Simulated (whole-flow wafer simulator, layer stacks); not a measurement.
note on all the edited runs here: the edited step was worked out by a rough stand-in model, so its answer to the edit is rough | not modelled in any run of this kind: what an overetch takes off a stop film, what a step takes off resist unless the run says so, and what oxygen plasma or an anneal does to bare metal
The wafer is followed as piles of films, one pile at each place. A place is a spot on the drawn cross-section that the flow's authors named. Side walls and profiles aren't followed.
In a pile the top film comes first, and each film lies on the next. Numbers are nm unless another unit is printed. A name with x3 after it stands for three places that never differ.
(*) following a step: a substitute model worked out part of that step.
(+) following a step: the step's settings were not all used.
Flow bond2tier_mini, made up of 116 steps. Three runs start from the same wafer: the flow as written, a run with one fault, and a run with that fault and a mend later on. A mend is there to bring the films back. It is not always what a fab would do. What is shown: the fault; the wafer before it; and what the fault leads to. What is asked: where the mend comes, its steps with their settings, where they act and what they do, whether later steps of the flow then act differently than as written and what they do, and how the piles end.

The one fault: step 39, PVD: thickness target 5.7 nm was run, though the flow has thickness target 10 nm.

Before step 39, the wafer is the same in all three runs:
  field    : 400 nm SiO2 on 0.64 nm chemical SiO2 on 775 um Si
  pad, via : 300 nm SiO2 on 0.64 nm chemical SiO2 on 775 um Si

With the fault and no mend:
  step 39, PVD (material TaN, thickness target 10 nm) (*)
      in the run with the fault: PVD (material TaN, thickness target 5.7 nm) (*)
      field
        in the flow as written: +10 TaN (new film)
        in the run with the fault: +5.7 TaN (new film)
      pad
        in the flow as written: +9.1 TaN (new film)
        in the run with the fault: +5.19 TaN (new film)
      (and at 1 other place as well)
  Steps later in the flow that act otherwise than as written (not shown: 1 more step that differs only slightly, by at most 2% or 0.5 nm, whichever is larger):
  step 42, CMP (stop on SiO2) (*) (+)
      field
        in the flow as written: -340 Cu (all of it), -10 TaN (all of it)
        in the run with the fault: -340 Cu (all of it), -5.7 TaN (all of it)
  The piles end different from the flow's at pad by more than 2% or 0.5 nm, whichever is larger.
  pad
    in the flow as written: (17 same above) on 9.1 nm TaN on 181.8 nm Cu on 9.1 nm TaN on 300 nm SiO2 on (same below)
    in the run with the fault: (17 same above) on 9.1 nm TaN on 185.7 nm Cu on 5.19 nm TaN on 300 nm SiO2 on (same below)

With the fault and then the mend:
  The mend follows step 39.
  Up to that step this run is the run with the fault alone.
  step 39a, PVD (material TaN, thickness target 4.3 nm) (*) (the flow's step 39 again, with other settings)
      field
        +4.3 TaN
      pad
        +3.91 TaN
      via
        +4.29 TaN
  None of the later steps of the flow acts differently than as written at any place that is followed.
  The piles end the same as the flow's at every place that both follow.
